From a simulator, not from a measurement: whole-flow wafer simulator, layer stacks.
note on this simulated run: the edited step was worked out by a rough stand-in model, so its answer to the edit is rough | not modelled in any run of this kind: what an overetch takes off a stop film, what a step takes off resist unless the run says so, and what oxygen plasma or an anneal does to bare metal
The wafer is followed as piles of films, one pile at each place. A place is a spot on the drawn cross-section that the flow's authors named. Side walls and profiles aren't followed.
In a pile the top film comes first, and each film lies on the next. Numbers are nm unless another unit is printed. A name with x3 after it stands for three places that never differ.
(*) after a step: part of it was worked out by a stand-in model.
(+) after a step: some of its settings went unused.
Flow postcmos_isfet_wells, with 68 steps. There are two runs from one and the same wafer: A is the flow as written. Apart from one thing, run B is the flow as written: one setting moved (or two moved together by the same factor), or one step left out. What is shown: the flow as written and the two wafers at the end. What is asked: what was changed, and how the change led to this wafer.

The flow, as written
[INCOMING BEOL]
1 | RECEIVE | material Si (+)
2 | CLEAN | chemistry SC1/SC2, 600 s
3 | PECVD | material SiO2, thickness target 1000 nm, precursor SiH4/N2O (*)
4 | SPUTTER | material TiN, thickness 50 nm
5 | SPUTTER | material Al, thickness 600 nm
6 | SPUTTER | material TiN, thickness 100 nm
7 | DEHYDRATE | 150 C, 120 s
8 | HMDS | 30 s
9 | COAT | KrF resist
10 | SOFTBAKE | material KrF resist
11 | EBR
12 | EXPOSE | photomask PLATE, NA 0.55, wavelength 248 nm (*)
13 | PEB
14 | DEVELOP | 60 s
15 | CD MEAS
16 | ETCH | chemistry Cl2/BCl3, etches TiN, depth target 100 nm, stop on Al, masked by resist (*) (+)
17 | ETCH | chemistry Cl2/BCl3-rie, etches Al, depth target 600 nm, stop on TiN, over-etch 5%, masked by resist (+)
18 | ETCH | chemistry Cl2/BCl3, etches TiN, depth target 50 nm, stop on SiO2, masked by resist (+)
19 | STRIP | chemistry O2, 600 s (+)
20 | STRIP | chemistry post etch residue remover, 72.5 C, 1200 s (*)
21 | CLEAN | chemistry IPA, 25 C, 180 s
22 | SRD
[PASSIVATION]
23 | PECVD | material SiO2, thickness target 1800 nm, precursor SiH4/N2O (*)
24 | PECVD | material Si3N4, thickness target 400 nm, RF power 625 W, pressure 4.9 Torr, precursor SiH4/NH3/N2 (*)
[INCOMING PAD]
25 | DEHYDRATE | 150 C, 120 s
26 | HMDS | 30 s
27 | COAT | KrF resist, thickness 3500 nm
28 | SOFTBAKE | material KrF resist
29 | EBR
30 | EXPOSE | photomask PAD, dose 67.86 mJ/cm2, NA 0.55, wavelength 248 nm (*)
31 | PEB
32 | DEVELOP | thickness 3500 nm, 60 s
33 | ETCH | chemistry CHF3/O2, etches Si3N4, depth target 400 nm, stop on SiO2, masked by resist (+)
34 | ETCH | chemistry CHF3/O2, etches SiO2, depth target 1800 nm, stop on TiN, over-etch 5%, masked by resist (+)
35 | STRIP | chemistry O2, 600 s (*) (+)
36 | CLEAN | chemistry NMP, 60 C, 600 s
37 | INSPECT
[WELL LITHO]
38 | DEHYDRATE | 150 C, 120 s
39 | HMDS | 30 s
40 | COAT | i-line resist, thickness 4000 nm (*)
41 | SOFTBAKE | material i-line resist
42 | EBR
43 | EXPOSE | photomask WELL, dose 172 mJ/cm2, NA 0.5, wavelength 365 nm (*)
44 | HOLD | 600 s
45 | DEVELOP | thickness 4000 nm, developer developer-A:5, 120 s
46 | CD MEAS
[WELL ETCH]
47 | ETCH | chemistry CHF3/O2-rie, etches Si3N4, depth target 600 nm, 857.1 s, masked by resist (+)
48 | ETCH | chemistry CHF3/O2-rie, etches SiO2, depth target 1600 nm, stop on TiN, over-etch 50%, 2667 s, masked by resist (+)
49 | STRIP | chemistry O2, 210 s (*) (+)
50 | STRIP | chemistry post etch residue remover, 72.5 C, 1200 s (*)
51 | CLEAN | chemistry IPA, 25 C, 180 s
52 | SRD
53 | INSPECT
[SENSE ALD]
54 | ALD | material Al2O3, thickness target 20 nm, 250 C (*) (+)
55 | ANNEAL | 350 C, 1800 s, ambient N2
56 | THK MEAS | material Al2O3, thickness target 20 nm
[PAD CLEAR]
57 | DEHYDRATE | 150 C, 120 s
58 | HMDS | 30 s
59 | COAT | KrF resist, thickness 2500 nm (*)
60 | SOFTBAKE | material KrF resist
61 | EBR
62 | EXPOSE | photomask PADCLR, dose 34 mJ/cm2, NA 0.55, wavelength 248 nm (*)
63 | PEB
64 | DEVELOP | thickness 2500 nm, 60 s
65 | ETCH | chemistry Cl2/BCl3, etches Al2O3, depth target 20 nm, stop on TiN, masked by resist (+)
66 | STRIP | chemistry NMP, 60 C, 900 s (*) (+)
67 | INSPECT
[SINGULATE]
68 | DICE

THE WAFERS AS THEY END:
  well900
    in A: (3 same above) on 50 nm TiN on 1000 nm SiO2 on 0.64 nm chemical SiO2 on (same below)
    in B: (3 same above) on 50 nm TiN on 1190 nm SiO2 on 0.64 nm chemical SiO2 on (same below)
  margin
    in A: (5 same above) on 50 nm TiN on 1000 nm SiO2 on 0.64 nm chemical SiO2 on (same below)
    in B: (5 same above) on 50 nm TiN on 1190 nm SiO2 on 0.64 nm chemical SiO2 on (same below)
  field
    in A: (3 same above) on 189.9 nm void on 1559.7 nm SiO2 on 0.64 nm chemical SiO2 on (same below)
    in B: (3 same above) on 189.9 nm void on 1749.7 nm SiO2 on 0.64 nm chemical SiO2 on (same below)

What caused this: step 3, PECVD: thickness target 1190 nm was run, whereas the flow has thickness target 1000 nm.
One can read it off the wafer: well900 has SiO2 1190, and step 3 as written asks for 1000 nm.

The path from the change to this, step by step:
  3 | PECVD | material SiO2, thickness target 1000 nm, precursor SiH4/N2O (*)
      field, margin, well900, well1300 x3, pad_rim, pad_clr, pad_open: A SiO2 gains 1000 (new film) | B SiO2 gains 1190 (new film)
